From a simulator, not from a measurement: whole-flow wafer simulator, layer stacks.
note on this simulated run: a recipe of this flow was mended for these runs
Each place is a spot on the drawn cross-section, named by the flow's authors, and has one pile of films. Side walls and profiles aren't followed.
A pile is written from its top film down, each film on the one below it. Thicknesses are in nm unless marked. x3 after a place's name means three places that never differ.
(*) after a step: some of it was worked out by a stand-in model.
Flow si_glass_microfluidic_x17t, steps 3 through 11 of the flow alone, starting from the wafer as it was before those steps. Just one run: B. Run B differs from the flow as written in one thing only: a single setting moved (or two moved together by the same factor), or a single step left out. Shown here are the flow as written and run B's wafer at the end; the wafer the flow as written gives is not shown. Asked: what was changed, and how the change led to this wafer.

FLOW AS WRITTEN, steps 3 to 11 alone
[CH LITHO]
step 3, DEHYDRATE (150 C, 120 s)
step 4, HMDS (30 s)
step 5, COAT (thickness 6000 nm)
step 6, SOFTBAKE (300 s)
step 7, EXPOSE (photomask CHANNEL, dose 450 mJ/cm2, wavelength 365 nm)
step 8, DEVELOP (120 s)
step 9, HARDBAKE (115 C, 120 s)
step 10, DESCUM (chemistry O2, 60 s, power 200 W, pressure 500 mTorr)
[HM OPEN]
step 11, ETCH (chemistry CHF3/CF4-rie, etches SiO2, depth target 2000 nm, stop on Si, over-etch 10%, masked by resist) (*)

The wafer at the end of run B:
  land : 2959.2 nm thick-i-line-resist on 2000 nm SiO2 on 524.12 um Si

Cause: step 5, COAT: thickness 3774 nm was run, while the flow as written has thickness 6000 nm.

Step by step, how the change led to this:
  step 5, COAT (thickness 6000 nm)
      land, tr110 x3: thick-i-line-resist gains 3774 (new film) (as written it would have been: thick-i-line-resist gains 6000 (new film))
  step 8, DEVELOP (120 s)
      tr110 x3: thick-i-line-resist loses 3774 (all of it) (as written it would have been: thick-i-line-resist loses 6000 (all of it))
  step 9, HARDBAKE (115 C, 120 s)
      land: thick-i-line-resist loses 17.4 (as written it would have been: thick-i-line-resist loses 33.5)
